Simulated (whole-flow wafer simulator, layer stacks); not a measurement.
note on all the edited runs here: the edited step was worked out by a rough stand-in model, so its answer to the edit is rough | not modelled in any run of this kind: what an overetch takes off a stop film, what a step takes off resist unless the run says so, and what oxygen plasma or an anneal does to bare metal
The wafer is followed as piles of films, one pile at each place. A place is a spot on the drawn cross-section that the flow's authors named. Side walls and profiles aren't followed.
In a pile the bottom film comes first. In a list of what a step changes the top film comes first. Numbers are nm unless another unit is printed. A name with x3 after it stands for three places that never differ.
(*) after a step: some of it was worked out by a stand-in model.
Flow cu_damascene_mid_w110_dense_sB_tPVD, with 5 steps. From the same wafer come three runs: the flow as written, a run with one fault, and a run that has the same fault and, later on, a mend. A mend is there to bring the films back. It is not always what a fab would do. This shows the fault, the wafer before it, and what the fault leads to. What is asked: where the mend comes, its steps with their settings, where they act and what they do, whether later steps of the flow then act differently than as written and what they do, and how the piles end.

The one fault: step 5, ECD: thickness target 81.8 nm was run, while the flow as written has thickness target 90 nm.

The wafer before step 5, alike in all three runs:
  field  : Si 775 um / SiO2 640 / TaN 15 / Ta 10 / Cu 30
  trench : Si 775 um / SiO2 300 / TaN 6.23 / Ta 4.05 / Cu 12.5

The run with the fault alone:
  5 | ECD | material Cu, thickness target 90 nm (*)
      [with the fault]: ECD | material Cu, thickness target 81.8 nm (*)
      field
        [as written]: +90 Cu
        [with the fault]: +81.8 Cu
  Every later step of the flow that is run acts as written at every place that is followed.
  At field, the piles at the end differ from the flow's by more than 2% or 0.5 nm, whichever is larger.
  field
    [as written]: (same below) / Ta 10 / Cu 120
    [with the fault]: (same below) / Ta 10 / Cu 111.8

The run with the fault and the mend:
  The mend follows step 5.
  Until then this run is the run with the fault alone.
  5a | ECD | material Cu, thickness target 8.2 nm (a further turn of the flow's step 5, with different settings)
      field, trench
        +8.2 Cu
  Every later step of the flow that is run acts as written at every place that is followed.
  At every place that both follow, the piles at the end match the flow's.
